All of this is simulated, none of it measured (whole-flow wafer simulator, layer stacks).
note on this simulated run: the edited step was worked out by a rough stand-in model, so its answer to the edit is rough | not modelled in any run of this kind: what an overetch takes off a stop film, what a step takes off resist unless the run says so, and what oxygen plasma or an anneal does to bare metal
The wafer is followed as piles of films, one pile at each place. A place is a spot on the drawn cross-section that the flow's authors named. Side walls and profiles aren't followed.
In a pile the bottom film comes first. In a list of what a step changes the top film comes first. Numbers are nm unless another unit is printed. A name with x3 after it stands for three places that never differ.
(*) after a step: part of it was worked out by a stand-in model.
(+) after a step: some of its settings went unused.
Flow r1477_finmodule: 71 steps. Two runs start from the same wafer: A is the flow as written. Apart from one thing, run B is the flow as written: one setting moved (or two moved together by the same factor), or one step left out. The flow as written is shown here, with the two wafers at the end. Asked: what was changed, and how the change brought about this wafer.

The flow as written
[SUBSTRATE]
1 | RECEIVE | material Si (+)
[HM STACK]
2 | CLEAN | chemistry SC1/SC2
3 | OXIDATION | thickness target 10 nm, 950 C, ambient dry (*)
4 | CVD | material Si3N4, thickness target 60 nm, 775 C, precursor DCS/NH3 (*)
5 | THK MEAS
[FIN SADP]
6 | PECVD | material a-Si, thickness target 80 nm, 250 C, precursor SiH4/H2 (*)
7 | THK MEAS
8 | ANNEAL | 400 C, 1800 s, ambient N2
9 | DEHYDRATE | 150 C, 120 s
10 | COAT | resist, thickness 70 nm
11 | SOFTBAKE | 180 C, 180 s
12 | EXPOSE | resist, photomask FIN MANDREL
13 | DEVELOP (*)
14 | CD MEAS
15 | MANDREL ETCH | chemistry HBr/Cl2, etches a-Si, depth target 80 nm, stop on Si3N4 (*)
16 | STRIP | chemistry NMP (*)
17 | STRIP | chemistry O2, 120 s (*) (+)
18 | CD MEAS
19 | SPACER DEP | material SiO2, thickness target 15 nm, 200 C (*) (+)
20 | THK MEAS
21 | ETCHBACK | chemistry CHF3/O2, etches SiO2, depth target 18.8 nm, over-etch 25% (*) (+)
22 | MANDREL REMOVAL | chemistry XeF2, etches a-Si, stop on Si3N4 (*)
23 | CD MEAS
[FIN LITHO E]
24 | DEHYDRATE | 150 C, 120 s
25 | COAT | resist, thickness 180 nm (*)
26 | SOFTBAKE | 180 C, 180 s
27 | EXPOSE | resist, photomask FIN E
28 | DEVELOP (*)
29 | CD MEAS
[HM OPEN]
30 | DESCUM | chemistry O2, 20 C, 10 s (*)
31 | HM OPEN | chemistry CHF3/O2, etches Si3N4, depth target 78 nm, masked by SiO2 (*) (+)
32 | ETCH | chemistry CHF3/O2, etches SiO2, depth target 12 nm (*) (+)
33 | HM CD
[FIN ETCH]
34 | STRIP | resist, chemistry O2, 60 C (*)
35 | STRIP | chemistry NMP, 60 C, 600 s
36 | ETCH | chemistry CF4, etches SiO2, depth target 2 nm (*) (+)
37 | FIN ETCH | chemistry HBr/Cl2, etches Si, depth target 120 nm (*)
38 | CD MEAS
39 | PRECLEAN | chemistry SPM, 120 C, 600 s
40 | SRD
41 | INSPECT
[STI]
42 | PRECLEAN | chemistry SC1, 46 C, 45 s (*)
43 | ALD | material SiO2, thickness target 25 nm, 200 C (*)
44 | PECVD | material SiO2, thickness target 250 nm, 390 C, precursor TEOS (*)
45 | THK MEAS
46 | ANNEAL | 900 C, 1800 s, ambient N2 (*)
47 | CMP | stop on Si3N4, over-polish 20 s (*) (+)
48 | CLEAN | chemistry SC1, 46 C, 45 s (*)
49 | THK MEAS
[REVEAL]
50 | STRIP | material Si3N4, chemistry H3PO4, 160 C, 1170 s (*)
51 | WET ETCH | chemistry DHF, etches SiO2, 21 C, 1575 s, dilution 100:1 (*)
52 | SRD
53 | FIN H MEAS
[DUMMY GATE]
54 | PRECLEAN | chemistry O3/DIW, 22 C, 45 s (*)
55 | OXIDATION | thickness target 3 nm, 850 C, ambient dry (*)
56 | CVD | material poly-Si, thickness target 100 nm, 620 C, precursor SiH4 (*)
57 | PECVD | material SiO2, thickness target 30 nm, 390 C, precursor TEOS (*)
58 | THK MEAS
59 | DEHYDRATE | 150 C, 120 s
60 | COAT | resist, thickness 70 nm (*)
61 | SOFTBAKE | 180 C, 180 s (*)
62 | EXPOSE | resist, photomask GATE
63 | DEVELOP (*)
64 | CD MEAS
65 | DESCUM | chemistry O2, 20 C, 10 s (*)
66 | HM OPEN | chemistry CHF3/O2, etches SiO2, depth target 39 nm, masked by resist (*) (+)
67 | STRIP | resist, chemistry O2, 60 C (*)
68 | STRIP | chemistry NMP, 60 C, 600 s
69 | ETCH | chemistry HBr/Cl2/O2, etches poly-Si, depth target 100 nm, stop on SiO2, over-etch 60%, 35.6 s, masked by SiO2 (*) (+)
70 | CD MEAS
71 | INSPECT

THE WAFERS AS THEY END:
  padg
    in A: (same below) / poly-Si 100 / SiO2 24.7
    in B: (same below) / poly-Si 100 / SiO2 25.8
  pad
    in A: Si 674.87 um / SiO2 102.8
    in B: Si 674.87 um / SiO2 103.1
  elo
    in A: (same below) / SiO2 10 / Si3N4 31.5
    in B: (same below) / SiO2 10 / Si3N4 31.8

The reason: step 69, ETCH: depth target 80 nm was run, while the flow as written has depth target 100 nm; step 69, ETCH: 28.5 s was run, where the flow has 35.6 s.

How this came from the change, step by step:
  69 | ETCH | chemistry HBr/Cl2/O2, etches poly-Si, depth target 100 nm, stop on SiO2, over-etch 60%, 35.6 s, masked by SiO2 (*) (+)
      padg, elg, esg and 15 more: A -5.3 SiO2 | B -4.24 SiO2
